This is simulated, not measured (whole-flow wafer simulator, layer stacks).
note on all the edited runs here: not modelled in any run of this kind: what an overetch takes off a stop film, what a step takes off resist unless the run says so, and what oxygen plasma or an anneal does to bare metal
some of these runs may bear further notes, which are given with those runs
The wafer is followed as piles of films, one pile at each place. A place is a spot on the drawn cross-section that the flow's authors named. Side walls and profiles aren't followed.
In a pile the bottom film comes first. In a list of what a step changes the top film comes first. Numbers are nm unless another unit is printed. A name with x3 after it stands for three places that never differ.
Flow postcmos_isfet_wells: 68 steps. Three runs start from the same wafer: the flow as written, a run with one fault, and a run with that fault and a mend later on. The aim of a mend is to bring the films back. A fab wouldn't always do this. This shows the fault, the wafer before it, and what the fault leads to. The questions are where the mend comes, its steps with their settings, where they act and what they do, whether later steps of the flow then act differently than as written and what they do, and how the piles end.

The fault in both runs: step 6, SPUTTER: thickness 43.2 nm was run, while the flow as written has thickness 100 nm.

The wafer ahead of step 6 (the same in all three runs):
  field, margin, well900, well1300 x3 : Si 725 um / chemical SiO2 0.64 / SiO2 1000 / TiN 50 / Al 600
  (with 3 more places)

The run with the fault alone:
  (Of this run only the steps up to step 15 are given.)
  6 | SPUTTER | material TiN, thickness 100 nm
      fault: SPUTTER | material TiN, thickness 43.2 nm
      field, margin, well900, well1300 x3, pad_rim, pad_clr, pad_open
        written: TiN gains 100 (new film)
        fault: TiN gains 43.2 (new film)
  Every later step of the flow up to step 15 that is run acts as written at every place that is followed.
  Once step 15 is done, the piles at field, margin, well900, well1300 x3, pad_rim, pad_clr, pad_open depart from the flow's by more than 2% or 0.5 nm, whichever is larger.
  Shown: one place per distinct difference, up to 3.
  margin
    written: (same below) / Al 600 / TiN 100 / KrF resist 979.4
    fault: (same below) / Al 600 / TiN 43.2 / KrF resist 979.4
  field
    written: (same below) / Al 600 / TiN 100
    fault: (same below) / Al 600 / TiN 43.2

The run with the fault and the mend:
  After step 6 comes the mend.
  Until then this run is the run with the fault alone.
  6a | ETCH | chemistry peroxide tin strip, depth target 49.68 nm
      field, margin, well900, well1300 x3, pad_rim, pad_clr, pad_open
        TiN loses 43.2 (all of it)
  6b | SPUTTER | material TiN, thickness 100 nm (a further turn of the flow's step 6)
      field, margin, well900, well1300 x3, pad_rim, pad_clr, pad_open
        TiN gains 100 (new film)
  Every later step of the flow that is run acts as written at every place that is followed.
  By the end, the piles equal the flow's at every place that both follow.
